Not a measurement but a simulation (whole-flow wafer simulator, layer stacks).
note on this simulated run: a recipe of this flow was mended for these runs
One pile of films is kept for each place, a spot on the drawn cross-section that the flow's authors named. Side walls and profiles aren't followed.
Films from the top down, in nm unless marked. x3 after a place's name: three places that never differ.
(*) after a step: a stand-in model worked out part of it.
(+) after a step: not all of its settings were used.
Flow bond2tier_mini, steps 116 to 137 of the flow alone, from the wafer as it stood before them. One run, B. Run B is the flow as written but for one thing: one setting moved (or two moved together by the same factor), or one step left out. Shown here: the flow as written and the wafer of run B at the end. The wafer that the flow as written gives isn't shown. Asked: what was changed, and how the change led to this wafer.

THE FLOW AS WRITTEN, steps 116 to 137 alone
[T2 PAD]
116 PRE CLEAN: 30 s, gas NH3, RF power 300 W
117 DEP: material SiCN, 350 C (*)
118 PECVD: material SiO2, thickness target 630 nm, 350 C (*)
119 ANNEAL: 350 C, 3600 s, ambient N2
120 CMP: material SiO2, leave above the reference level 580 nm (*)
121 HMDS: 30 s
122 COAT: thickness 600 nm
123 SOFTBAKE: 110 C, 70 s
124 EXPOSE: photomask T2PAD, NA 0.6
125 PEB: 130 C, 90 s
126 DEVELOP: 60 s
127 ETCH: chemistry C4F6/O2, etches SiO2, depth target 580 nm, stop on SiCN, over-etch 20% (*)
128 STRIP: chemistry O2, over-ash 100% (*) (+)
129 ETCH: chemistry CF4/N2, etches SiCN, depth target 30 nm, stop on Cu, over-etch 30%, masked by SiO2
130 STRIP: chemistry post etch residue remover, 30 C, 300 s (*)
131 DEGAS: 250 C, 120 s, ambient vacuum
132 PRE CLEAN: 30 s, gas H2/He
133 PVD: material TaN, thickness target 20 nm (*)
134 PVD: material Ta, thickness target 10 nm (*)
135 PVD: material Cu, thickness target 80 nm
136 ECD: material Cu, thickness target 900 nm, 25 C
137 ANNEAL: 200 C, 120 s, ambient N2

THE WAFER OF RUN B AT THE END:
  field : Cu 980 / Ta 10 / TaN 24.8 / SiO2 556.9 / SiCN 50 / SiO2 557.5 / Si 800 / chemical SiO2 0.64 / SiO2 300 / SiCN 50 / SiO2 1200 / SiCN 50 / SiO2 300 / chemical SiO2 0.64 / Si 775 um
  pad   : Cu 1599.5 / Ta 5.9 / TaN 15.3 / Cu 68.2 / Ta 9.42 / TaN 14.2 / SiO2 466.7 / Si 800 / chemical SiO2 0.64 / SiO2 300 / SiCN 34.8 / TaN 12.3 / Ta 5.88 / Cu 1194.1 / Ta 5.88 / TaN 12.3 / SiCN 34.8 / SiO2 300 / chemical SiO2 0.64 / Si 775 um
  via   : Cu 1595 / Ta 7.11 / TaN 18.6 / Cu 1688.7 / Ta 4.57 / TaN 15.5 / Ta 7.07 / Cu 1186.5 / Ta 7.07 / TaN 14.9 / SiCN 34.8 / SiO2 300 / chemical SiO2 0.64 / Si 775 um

The cause: step 133, PVD: thickness target 24.8 nm was run, where the flow has thickness target 20 nm.
It can be read off the wafer: field has TaN 24.8, and step 133 as written asks for 20 nm.

How the change led to this, step by step:
  133 PVD: material TaN, thickness target 20 nm (*)
      field: TaN +24.8 (new film) (as written it would be: TaN +20 (new film))
      pad: TaN +15.3 (new film) (as written it would be: TaN +12.3 (new film))
      (and at 1 more place)
